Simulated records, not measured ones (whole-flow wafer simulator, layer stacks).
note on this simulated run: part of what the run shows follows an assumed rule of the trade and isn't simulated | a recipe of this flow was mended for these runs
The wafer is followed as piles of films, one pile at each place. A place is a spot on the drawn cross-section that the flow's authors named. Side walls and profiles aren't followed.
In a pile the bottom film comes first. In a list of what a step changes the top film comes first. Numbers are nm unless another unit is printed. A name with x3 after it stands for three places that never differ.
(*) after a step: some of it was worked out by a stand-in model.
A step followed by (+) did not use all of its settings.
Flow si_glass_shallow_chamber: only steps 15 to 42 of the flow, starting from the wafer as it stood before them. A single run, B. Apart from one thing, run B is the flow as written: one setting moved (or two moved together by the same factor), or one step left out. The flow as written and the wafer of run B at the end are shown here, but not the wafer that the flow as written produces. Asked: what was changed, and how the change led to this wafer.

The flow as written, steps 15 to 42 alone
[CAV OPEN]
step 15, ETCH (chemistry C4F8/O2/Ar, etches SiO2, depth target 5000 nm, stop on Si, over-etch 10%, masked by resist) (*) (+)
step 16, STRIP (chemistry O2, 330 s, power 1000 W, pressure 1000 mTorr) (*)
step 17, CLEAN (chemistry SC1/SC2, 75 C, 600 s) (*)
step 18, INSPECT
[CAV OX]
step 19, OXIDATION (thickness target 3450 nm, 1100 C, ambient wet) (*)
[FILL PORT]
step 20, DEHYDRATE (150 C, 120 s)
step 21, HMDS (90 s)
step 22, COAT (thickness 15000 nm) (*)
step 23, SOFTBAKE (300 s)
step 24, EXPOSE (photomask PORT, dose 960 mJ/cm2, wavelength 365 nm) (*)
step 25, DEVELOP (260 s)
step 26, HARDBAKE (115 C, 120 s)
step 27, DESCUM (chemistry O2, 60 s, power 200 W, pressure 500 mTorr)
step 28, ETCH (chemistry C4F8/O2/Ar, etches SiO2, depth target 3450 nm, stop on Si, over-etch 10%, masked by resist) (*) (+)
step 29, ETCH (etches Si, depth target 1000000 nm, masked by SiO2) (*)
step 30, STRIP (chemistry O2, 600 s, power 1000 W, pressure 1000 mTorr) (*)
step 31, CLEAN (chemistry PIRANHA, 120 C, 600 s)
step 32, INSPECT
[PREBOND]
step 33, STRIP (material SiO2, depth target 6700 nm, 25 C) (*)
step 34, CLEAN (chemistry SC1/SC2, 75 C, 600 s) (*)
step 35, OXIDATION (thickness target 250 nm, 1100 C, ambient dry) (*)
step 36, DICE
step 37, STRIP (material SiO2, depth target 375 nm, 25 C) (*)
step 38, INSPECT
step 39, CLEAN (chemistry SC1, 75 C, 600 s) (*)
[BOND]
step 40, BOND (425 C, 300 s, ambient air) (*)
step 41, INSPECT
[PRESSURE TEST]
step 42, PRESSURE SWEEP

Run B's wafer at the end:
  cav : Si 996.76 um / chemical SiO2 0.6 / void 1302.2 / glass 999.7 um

What caused this: step 15, ETCH: depth target 6500 nm was run, whereas the flow has depth target 5000 nm.

Step by step, how the change led to this:
  step 15, ETCH (chemistry C4F8/O2/Ar, etches SiO2, depth target 5000 nm, stop on Si, over-etch 10%, masked by resist) (*) (+)
      cav, port: -5000 SiO2 (all of it), -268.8 Si (it would be, as written: -5000 SiO2 (all of it), -62.5 Si)
  step 22, COAT (thickness 15000 nm) (*)
      rim: +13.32 um thick-i-line-resist (new film) (it would be, as written: +13.4 um thick-i-line-resist (new film))
      ramp: +12.78 um thick-i-line-resist (new film) (it would be, as written: +12.89 um thick-i-line-resist (new film))
      (and at 3 other places as well)
  step 23, SOFTBAKE (300 s)
      rim: -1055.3 thick-i-line-resist (it would be, as written: -997 thick-i-line-resist)
      ramp: -518.1 thick-i-line-resist (it would be, as written: -487.1 thick-i-line-resist)
      (and at 4 other places as well)
  step 25, DEVELOP (260 s)
      port: -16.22 um thick-i-line-resist (all of it) (it would be, as written: -16.16 um thick-i-line-resist (all of it))
  step 29, ETCH (etches Si, depth target 1000000 nm, masked by SiO2) (*)
      rim, ramp: -11.33 um thick-i-line-resist (all of it), -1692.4 SiO2 (it would be, as written: -11.47 um thick-i-line-resist (all of it), -1617.3 SiO2)
      port: +996.84 um hole (new film), -996.84 um Si (all of it) (it would be, as written: +997.05 um hole (new film), -997.05 um Si (all of it))
      (and at 2 other places as well)
  step 30, STRIP (chemistry O2, 600 s, power 1000 W, pressure 1000 mTorr) (*)
      cav: -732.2 thick-i-line-resist (all of it) (it would be, as written: -669.6 thick-i-line-resist (all of it))
  step 40, BOND (425 C, 300 s, ambient air) (*)
      cav: +999.7 um glass (new film), +1302.2 void (new film) (it would be, as written: +999.7 um glass (new film), +1095.9 void (new film))
      port: +999.7 um glass (new film), +1223.5 hole (it would be, as written: +999.7 um glass (new film), +1017.3 hole)
